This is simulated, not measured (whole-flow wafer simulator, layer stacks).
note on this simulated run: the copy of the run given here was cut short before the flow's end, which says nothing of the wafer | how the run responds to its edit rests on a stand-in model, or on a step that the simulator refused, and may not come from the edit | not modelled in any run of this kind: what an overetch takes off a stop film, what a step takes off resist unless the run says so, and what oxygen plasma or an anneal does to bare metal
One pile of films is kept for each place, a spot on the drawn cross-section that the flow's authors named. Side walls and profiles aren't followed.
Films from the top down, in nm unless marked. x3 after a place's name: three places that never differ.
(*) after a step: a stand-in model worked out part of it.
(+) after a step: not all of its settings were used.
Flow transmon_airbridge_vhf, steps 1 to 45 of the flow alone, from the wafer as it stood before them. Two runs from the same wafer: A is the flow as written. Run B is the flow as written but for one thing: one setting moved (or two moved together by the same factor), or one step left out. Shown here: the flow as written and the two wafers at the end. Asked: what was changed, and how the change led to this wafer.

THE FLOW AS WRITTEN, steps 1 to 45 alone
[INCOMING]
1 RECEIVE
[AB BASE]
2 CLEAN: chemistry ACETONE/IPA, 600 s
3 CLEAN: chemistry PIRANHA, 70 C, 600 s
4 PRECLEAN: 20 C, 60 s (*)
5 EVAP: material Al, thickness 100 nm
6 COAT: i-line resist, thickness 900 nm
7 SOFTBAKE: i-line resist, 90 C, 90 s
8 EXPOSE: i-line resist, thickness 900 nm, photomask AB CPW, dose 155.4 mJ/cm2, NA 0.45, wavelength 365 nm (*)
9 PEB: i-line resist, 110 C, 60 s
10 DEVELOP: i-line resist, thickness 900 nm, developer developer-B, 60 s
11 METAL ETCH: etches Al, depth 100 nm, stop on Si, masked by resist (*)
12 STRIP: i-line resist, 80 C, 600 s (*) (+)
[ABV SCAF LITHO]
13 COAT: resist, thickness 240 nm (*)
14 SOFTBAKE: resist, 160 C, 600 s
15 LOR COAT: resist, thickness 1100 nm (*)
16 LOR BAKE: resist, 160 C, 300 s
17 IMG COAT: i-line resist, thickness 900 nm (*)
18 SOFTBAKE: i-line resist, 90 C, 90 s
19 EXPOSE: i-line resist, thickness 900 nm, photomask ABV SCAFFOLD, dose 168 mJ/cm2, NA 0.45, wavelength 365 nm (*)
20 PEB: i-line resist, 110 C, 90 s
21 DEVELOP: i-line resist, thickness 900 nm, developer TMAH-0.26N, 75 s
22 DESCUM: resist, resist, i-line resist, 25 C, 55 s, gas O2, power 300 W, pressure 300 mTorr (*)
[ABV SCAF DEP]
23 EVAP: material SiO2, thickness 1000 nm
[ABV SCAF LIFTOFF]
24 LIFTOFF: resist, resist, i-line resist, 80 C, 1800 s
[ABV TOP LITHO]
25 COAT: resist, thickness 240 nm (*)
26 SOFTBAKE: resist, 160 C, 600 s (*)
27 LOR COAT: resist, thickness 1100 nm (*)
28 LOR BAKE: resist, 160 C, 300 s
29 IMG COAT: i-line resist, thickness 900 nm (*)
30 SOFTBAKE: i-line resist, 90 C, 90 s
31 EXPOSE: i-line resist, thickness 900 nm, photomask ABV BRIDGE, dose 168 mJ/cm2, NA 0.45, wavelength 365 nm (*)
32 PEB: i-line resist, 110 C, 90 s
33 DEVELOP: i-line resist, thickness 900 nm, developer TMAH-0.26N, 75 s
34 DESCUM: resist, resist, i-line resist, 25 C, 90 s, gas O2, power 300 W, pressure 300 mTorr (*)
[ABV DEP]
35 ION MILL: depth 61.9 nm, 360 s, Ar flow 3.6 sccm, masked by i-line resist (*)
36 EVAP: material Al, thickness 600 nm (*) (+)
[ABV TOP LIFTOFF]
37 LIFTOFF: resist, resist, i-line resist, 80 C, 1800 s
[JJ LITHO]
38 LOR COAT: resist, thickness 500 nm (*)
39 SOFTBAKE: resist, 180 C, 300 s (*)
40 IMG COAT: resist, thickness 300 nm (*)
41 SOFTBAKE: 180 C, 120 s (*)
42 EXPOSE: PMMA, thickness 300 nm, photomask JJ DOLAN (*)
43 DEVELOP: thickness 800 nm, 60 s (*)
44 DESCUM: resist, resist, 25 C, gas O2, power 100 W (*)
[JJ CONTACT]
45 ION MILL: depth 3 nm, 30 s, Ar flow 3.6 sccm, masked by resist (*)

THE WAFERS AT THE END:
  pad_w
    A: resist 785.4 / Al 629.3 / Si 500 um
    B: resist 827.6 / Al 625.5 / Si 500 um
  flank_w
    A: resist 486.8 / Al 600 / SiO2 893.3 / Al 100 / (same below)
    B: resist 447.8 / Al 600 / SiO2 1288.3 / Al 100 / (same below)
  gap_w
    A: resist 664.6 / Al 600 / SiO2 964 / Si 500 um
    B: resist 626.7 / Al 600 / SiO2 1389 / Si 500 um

The cause: step 23, EVAP: thickness 1425 nm was run, where the flow has thickness 1000 nm.

How the change led to this, step by step:
  23 EVAP: material SiO2, thickness 1000 nm
      field x3, jj_line, ground_far and 10 more: A SiO2 +1000 (new film) | B SiO2 +1425 (new film)
      flank_w, flank_e: A SiO2 +929.3 (new film) | B SiO2 +1324.3 (new film)
  24 LIFTOFF: resist, resist, i-line resist, 80 C, 1800 s
      field x3, jj_line, trace_open_s x2: A SiO2 -1000 (all of it), i-line resist -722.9 (all of it), resist -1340 (all of it) | B SiO2 -1425 (all of it), i-line resist -722.9 (all of it), resist -1340 (all of it)
      pad_w, pad_e: A SiO2 -1000 (all of it), i-line resist -718 (all of it), resist -1330.2 (all of it) | B SiO2 -1425 (all of it), i-line resist -718 (all of it), resist -1330.2 (all of it)
      (and at 1 more place)
  25 COAT: resist, thickness 240 nm (*)
      flank_w, flank_e: A resist +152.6 (new film) | B resist +138.8 (new film)
      gap_w, gap_e: A resist +210.7 (new film) | B resist +193.1 (new film)
      (and at 6 more places)
  27 LOR COAT: resist, thickness 1100 nm (*)
      gap_w, gap_e: A resist +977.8 | B resist +922.2
      margin_s, margin_n: A resist +823.4 | B resist +731.4
      (and at 6 more places)
  29 IMG COAT: i-line resist, thickness 900 nm (*)
      gap_w, gap_e: A i-line resist +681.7 (new film) | B i-line resist +587.2 (new film)
      margin_s, margin_n: A i-line resist +603.2 (new film) | B i-line resist +470.4 (new film)
      (and at 7 more places)
  32 PEB: i-line resist, 110 C, 90 s
      pad_w, pad_e: A i-line resist -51 | B i-line resist -53
      flank_w, flank_e: A i-line resist -38.3 | B i-line resist -33.9
      (and at 7 more places)
  33 DEVELOP: i-line resist, thickness 900 nm, developer TMAH-0.26N, 75 s
      gap_w, gap_e: A i-line resist -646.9 (all of it), resist -977.8 | B i-line resist -557.4 (all of it), resist -922.2
      pad_w: A i-line resist -937.2 (all of it), resist -1247.8 | B i-line resist -973.2 (all of it), resist -1313.9
      (and at 5 more places)
  34 DESCUM: resist, resist, i-line resist, 25 C, 90 s, gas O2, power 300 W, pressure 300 mTorr (*)
      flank_w, flank_e: A resist -152.6 (all of it) | B resist -138.8 (all of it)
      gap_w, gap_e: A resist -210.7 (all of it) | B resist -193.1 (all of it)
      (and at 4 more places)
  37 LIFTOFF: resist, resist, i-line resist, 80 C, 1800 s
      margin_s, margin_n: A Al -600 (all of it), i-line resist -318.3 (all of it), resist -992 (all of it) | B Al -600 (all of it), i-line resist -192.5 (all of it), resist -876.5 (all of it)
      ground_far: A Al -600 (all of it), i-line resist -717.9 (all of it), resist -1384.9 (all of it) | B Al -600 (all of it), i-line resist -770.4 (all of it), resist -1396.3 (all of it)
  38 LOR COAT: resist, thickness 500 nm (*)
      pad_w, pad_e: A resist +517 (new film) | B resist +544.8 (new film)
      flank_w, flank_e: A resist +306.5 (new film) | B resist +280.5 (new film)
      (and at 6 more places)
  40 IMG COAT: resist, thickness 300 nm (*)
      pad_w, pad_e: A resist +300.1 | B resist +314.6
      flank_w, flank_e: A resist +212.1 | B resist +199.1
      (and at 6 more places)
